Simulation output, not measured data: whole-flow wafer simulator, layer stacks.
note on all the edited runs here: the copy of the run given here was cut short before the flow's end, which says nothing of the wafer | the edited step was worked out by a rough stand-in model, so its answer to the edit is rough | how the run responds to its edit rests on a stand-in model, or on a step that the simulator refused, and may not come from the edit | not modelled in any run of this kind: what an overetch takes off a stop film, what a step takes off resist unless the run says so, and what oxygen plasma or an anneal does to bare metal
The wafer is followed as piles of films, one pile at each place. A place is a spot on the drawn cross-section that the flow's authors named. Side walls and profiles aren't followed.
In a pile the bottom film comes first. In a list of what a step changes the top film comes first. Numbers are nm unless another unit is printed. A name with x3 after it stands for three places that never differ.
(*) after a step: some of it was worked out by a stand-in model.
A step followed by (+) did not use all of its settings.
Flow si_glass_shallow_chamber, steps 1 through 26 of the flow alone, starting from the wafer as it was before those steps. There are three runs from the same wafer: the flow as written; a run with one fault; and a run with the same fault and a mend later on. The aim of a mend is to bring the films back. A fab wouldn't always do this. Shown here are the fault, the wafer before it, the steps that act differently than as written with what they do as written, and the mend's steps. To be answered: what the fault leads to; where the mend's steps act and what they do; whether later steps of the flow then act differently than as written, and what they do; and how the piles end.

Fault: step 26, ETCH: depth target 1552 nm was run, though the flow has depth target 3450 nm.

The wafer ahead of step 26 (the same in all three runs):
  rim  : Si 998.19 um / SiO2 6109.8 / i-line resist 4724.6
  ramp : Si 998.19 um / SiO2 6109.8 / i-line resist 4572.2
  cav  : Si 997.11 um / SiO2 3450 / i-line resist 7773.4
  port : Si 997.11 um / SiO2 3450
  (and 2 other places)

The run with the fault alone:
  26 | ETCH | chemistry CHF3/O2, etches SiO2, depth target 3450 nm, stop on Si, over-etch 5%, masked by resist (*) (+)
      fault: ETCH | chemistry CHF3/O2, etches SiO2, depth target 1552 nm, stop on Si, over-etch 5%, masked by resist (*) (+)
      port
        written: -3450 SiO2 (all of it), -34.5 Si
        fault: -1629.6 SiO2
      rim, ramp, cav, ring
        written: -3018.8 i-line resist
        fault: -1358 i-line resist
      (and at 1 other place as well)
  Every later step of the flow that is run acts as written at every place that is followed.
  At rim, ramp, cav, port, septum, ring, the piles at the end differ from the flow's by more than 2% or 0.5 nm, whichever is larger.
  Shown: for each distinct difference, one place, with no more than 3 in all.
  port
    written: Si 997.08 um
    fault: Si 997.11 um / SiO2 1820.4
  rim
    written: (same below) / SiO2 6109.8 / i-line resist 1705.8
    fault: (same below) / SiO2 6109.8 / i-line resist 3366.6
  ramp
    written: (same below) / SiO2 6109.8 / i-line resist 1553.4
    fault: (same below) / SiO2 6109.8 / i-line resist 3214.2

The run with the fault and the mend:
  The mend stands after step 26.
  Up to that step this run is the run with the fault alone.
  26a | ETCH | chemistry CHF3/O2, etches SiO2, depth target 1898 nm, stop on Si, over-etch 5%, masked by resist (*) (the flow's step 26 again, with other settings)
      ramp, cav, septum, ring
        -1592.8 i-line resist
      rim
        -1592.9 i-line resist
      port
        -1820.4 SiO2 (all of it), -34.5 Si
  Every later step of the flow that is run acts as written at every place that is followed.
  At rim, ramp, the piles at the end differ from the flow's by more than 2% or 0.5 nm, whichever is larger.
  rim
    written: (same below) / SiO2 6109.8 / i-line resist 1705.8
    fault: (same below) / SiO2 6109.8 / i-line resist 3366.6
    mend: (same below) / SiO2 6109.8 / i-line resist 1773.7
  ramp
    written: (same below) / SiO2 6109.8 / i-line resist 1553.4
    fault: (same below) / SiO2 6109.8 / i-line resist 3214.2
    mend: (same below) / SiO2 6109.8 / i-line resist 1621.3
